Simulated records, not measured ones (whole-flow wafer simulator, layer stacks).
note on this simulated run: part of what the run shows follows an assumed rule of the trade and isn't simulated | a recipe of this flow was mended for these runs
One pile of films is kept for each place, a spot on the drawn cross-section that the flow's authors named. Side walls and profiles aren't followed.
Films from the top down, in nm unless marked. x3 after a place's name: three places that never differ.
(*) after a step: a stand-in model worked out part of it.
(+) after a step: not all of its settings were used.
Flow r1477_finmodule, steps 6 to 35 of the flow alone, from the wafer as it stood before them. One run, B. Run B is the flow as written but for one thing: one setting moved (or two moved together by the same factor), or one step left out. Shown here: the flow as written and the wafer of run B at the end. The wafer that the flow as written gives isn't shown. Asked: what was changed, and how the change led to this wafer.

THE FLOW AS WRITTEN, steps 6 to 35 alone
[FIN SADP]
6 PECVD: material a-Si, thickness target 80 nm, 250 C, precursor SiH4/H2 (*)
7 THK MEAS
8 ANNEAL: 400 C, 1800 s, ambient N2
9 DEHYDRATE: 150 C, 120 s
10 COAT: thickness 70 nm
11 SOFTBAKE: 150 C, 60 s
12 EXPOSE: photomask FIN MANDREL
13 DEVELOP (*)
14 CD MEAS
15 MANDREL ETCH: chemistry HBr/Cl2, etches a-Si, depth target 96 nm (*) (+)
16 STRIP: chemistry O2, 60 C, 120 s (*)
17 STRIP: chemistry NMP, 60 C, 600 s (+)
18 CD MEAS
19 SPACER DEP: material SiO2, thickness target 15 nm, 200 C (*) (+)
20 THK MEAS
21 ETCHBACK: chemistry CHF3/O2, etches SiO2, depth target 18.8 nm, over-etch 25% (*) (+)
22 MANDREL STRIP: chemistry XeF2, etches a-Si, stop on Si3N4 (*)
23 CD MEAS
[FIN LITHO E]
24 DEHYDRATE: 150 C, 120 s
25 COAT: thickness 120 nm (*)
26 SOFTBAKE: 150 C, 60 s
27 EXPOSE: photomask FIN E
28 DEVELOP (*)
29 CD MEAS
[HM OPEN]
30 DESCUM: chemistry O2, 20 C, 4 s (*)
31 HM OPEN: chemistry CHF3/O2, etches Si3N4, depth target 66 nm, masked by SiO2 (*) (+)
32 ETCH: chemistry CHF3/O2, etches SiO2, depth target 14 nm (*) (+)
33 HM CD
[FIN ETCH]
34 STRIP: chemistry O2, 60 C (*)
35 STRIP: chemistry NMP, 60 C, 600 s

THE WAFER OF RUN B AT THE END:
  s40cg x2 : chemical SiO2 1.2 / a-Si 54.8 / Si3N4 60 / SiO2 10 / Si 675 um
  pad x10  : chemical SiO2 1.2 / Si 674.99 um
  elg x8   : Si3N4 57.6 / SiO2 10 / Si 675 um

The cause: step 21, ETCHBACK: depth target 15.2 nm was run, where the flow has depth target 18.8 nm.

How the change led to this, step by step:
  21 ETCHBACK: chemistry CHF3/O2, etches SiO2, depth target 18.8 nm, over-etch 25% (*) (+)
      s40cg x2, s45cg x2, s50cg x2: SiO2 -15 (all of it), chemical SiO2 -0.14 (as written it would be: SiO2 -15 (all of it), chemical SiO2 -0.89 (all of it), a-Si -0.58)
      pad x10, elg x8, s40sg x2, s45sg x2, s50sg x2: SiO2 -15 (all of it), Si3N4 -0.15 (as written it would be: SiO2 -15 (all of it), Si3N4 -3.62)
  22 MANDREL STRIP: chemistry XeF2, etches a-Si, stop on Si3N4 (*)
      s40cg x2, s45cg x2, s50cg x2: nothing (as written it would be: a-Si -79 (all of it))
  25 COAT: thickness 120 nm (*)
      s40cg x2: e-beam-resist +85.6 (new film) (as written it would be: e-beam-resist +136.7 (new film))
      s40sg x2: e-beam-resist +168.2 (new film) (as written it would be: e-beam-resist +142.6 (new film))
      (and at 14 more places)
  28 DEVELOP (*)
      s40cg x2: e-beam-resist -85.6 (all of it) (as written it would be: e-beam-resist -136.7 (all of it))
      s40sg x2: e-beam-resist -168.2 (all of it) (as written it would be: e-beam-resist -142.6 (all of it))
      (and at 14 more places)
  31 HM OPEN: chemistry CHF3/O2, etches Si3N4, depth target 66 nm, masked by SiO2 (*) (+)
      s40cg x2, s45cg x2, s50cg x2: chemical SiO2 -0.75 (all of it), a-Si -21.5 (as written it would be: Si3N4 -60 (all of it), SiO2 -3)
      pad x10, s40sg x2, s45sg x2, s50sg x2: Si3N4 -57.6 (all of it), SiO2 -4.22 (as written it would be: Si3N4 -54.1 (all of it), SiO2 -5.95)
  32 ETCH: chemistry CHF3/O2, etches SiO2, depth target 14 nm (*) (+)
      s40cg x2, s45cg x2, s50cg x2: a-Si -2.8 (as written it would be: SiO2 -7 (all of it), Si -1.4)
      pad x10, s40sg x2, s45sg x2, s50sg x2: SiO2 -5.78 (all of it), Si -1.64 (as written it would be: SiO2 -4.05 (all of it), Si -1.99)
  34 STRIP: chemistry O2, 60 C (*)
      s40cg x2, s45cg x2, s50cg x2: chemical SiO2 +1.2 (new film), a-Si -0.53 (as written it would be: chemical SiO2 +1.2 (new film), Si -0.53)
